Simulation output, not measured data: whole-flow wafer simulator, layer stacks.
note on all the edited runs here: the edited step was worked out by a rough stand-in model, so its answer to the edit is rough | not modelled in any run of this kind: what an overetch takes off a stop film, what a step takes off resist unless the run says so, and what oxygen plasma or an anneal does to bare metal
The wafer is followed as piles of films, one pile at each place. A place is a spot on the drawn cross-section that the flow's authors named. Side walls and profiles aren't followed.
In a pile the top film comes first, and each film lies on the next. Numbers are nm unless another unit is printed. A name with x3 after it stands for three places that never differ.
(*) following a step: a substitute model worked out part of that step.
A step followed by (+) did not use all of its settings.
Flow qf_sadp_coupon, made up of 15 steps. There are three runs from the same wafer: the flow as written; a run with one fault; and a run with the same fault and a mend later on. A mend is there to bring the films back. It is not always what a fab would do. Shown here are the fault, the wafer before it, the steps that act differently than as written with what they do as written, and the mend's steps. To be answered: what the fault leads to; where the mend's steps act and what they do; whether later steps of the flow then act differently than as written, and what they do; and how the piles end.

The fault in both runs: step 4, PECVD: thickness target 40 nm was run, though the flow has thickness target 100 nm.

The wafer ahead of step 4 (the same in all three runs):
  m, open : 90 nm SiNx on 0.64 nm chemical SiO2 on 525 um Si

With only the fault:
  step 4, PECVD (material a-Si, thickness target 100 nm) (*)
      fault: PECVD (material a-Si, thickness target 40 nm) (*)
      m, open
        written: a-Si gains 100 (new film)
        fault: a-Si gains 40 (new film)
  Later steps of the flow acting differently than as written:
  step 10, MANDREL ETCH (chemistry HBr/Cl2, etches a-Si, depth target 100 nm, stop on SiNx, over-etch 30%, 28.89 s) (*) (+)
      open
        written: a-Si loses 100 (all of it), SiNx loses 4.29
        fault: a-Si loses 40 (all of it), SiNx loses 12.9
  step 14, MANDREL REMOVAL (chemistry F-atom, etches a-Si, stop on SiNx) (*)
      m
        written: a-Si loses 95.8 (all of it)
        fault: a-Si loses 35.8 (all of it)
  The piles end different from the flow's at open by more than 2% or 0.5 nm, whichever is larger.
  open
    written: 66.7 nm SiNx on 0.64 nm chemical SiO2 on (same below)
    fault: 58.1 nm SiNx on 0.64 nm chemical SiO2 on (same below)

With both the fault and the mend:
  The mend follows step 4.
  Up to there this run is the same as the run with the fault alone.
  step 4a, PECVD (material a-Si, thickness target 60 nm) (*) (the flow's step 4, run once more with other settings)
      m, open
        a-Si gains 60
  Later steps of the flow that are run all act as written at every place that is followed.
  By the end, the piles equal the flow's at every place that both follow.
